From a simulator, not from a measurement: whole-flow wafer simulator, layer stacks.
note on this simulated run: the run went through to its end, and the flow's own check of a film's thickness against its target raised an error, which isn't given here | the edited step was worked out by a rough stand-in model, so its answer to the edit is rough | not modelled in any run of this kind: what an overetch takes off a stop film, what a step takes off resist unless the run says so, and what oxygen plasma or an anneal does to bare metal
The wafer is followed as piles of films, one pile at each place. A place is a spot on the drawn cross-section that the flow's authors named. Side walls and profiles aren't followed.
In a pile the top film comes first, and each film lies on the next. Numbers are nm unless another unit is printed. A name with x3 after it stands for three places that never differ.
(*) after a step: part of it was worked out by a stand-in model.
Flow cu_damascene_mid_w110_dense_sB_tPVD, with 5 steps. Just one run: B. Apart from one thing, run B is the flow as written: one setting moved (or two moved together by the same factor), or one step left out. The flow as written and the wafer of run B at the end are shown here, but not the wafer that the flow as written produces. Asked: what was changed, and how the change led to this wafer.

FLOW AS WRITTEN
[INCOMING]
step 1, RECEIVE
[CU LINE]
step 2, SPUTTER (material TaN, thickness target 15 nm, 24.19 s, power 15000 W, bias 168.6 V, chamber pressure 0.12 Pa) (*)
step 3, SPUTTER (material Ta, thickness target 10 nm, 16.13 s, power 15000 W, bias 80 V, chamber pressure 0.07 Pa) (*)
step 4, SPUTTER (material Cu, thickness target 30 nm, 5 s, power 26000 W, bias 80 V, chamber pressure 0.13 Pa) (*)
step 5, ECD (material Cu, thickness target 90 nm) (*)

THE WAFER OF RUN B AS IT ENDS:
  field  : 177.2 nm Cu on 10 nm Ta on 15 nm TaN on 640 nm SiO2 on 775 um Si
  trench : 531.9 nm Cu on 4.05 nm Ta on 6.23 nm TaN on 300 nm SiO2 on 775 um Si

The reason: step 5, ECD: thickness target 147.2 nm was run, whereas the flow has thickness target 90 nm.

The path from the change to this, step by step:
  step 5, ECD (material Cu, thickness target 90 nm) (*)
      field: +147.2 Cu (in the flow as written it would be: +90 Cu)
      trench: +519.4 Cu (in the flow as written it would be: +462.2 Cu)
